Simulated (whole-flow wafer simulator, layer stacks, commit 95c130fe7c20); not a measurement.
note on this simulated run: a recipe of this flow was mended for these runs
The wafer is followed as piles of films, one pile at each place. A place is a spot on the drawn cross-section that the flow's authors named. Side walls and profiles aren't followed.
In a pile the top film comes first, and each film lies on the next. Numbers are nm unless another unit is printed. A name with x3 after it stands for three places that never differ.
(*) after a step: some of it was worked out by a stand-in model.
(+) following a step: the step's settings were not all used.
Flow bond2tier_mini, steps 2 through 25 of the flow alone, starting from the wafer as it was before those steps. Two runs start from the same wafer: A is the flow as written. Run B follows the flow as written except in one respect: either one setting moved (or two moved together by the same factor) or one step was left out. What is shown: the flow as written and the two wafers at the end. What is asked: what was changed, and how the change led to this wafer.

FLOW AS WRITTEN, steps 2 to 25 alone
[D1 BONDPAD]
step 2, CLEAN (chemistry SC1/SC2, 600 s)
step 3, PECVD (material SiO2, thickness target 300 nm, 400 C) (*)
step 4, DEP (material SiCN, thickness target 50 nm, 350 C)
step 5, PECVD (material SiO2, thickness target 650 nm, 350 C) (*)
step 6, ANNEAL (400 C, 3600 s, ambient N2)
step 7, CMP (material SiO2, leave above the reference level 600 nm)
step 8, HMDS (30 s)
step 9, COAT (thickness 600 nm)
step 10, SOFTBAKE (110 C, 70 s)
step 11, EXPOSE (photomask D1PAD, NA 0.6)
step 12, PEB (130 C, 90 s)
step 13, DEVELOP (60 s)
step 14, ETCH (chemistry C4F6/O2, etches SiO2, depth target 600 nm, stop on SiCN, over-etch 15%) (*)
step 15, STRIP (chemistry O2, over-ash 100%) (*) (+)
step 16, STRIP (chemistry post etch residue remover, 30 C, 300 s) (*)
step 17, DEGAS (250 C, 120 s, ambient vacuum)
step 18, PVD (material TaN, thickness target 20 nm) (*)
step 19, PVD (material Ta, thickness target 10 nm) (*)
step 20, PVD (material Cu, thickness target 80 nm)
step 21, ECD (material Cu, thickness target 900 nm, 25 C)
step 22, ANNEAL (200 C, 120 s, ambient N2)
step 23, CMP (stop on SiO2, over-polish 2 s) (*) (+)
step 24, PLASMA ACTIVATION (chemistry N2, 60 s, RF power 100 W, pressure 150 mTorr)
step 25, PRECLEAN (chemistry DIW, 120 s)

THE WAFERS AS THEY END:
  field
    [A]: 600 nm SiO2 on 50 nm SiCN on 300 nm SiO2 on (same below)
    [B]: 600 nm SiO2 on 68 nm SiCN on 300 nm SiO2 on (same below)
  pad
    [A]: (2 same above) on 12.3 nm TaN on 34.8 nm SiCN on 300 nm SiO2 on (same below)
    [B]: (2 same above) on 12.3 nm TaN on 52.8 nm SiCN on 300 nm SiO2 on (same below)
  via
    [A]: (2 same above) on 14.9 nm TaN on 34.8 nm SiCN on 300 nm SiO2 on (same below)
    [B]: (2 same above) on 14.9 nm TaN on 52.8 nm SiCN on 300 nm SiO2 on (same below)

What caused this: step 4, DEP: thickness target 68 nm was run, whereas the flow has thickness target 50 nm.
The wafer itself shows it: field has SiCN 68, and step 4 as written asks for 50 nm.

How this came from the change, step by step:
  step 4, DEP (material SiCN, thickness target 50 nm, 350 C)
      field, pad, via: A +50 SiCN (new film) | B +68 SiCN (new film)
